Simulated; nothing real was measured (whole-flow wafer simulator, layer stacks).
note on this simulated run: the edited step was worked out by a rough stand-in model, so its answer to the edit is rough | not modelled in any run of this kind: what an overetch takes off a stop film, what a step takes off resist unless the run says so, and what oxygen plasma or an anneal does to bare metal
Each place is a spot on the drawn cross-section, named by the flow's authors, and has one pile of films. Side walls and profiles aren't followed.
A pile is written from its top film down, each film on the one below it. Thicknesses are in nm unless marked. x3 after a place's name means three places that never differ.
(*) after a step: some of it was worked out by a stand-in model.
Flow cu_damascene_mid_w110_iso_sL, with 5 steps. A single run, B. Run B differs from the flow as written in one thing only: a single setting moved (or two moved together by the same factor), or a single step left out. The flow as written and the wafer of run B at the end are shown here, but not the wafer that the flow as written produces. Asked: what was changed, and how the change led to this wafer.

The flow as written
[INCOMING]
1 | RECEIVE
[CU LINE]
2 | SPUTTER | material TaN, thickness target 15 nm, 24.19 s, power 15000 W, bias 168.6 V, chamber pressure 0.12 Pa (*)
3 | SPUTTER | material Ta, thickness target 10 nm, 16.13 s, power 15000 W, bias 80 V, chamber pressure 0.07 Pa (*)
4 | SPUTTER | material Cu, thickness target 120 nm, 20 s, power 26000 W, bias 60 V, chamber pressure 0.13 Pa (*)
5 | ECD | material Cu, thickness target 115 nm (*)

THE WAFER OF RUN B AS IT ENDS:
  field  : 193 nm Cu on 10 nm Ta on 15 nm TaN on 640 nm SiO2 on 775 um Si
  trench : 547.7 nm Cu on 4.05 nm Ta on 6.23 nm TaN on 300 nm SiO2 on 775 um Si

Cause: step 4, SPUTTER: thickness target 78 nm was run, though the flow has thickness target 120 nm; step 4, SPUTTER: 13 s was run, where the flow has 20 s.

How this came from the change, step by step:
  4 | SPUTTER | material Cu, thickness target 120 nm, 20 s, power 26000 W, bias 60 V, chamber pressure 0.13 Pa (*)
      field: Cu gains 78 (new film) (in the flow as written it would be: Cu gains 120 (new film))
      trench: Cu gains 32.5 (new film) (in the flow as written it would be: Cu gains 49.9 (new film))
  5 | ECD | material Cu, thickness target 115 nm (*)
      trench: Cu gains 515.3 (in the flow as written it would be: Cu gains 539.8)
